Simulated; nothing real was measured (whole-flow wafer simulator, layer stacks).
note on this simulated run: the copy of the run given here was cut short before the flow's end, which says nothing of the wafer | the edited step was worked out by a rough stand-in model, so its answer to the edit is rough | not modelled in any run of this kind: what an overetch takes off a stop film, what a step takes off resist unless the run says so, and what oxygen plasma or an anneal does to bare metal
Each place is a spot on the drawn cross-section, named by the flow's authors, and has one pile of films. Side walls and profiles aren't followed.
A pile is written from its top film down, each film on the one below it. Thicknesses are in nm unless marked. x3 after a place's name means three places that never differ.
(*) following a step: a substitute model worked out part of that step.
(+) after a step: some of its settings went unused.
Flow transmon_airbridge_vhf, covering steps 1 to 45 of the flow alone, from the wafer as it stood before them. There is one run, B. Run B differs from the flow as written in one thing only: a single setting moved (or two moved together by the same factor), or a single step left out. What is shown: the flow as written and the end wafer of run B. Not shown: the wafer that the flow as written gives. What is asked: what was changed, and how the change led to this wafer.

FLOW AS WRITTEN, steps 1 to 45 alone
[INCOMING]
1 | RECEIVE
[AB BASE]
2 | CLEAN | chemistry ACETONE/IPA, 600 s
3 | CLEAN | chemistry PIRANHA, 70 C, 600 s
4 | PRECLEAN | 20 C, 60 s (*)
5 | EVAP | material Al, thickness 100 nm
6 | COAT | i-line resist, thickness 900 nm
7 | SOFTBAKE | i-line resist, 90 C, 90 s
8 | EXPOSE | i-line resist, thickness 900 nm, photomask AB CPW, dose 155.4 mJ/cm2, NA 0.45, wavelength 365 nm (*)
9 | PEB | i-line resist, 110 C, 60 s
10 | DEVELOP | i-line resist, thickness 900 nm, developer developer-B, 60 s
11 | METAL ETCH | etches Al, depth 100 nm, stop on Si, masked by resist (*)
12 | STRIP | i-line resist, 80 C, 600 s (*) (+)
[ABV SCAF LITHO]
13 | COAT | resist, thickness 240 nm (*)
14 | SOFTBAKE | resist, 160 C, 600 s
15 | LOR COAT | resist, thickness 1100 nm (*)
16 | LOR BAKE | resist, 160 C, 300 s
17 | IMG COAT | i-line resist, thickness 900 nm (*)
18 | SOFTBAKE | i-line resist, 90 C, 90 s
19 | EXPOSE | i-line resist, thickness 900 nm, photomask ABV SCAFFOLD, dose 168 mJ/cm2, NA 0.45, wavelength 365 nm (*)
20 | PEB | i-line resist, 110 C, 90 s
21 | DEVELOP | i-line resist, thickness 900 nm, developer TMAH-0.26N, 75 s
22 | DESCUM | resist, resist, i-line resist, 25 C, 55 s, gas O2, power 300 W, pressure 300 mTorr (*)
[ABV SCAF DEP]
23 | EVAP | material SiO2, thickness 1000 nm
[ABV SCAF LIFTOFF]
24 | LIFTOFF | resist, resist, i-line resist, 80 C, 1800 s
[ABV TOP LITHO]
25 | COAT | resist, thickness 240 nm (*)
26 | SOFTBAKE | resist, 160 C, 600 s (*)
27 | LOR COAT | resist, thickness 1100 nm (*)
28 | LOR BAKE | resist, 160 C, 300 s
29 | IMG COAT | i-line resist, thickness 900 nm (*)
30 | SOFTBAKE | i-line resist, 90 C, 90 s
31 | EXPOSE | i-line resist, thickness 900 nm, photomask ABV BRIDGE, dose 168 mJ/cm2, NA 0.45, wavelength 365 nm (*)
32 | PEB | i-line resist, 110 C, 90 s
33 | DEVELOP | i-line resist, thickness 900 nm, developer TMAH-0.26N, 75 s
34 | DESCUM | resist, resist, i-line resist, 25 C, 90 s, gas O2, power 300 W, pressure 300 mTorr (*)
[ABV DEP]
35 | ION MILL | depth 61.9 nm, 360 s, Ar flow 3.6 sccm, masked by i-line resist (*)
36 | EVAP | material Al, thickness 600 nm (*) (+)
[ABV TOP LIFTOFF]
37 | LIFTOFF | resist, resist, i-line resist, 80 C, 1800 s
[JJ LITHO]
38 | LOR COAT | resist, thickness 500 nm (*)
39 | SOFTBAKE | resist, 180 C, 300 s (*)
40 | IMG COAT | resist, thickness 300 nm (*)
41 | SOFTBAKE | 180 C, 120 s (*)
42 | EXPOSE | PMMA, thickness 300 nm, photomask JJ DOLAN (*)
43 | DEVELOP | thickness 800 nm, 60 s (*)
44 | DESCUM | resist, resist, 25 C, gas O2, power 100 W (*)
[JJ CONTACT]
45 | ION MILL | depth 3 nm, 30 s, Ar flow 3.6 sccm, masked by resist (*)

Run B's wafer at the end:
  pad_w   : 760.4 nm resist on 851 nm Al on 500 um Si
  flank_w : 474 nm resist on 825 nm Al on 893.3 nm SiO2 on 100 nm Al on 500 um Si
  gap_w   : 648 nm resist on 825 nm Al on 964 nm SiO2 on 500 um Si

Cause: step 36, EVAP: thickness 825 nm was run, while the flow as written has thickness 600 nm.
The wafer itself shows it: flank_w has Al 825, and step 36 as written asks for 600 nm.

How this came from the change, step by step:
  36 | EVAP | material Al, thickness 600 nm (*) (+)
      field x3, jj_line, ground_far and 10 more: Al gains 825 (new film) (it would be, as written: Al gains 600 (new film))
      pad_w, pad_e: Al gains 812.9 (it would be, as written: Al gains 591.2)
  37 | LIFTOFF | resist, resist, i-line resist, 80 C, 1800 s
      field x3, jj_line, trace_open_s x2: Al loses 825 (all of it), i-line resist loses 600 (all of it), resist loses 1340 (all of it) (it would be, as written: Al loses 600 (all of it), i-line resist loses 600 (all of it), resist loses 1340 (all of it))
      margin_s, margin_n: Al loses 825 (all of it), i-line resist loses 318.3 (all of it), resist loses 992 (all of it) (it would be, as written: Al loses 600 (all of it), i-line resist loses 318.3 (all of it), resist loses 992 (all of it))
      (also at 1 further place)
  38 | LOR COAT | resist, thickness 500 nm (*)
      pad_w, pad_e: resist gains 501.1 (new film) (it would be, as written: resist gains 517 (new film))
      margin_s, margin_n: resist gains 461.8 (new film) (it would be, as written: resist gains 445.3 (new film))
      (also at 1 further place)
  40 | IMG COAT | resist, thickness 300 nm (*)
      pad_w, pad_e: resist gains 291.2 (it would be, as written: resist gains 300.1)
      flank_w, flank_e: resist gains 204.8 (it would be, as written: resist gains 212.1)
      (also at 4 further places)
